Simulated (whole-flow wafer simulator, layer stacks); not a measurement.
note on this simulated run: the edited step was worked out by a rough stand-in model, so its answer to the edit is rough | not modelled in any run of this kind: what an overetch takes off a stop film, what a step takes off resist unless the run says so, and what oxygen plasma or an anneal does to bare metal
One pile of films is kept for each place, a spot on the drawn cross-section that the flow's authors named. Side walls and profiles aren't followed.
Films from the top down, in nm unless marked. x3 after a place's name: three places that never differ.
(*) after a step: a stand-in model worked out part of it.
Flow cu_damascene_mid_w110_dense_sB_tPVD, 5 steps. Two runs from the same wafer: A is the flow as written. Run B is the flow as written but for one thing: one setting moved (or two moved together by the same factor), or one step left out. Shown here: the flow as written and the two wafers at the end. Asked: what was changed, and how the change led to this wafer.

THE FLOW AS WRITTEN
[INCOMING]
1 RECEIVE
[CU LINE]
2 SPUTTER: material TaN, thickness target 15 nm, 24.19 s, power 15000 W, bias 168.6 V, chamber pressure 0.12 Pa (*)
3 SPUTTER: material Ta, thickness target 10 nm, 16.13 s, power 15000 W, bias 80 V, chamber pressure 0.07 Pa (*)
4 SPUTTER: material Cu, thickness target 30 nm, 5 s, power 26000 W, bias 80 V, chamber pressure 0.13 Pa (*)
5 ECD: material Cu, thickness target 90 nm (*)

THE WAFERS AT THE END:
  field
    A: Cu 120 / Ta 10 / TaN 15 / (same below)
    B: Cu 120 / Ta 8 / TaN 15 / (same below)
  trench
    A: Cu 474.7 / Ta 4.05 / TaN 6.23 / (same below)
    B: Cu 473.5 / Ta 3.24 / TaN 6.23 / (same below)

The cause: step 3, SPUTTER: 12.9 s was run, where the flow has 16.13 s.

How the change led to this, step by step:
  3 SPUTTER: material Ta, thickness target 10 nm, 16.13 s, power 15000 W, bias 80 V, chamber pressure 0.07 Pa (*)
      field: A Ta +10 (new film) | B Ta +8 (new film)
      trench: A Ta +4.05 (new film) | B Ta +3.24 (new film)
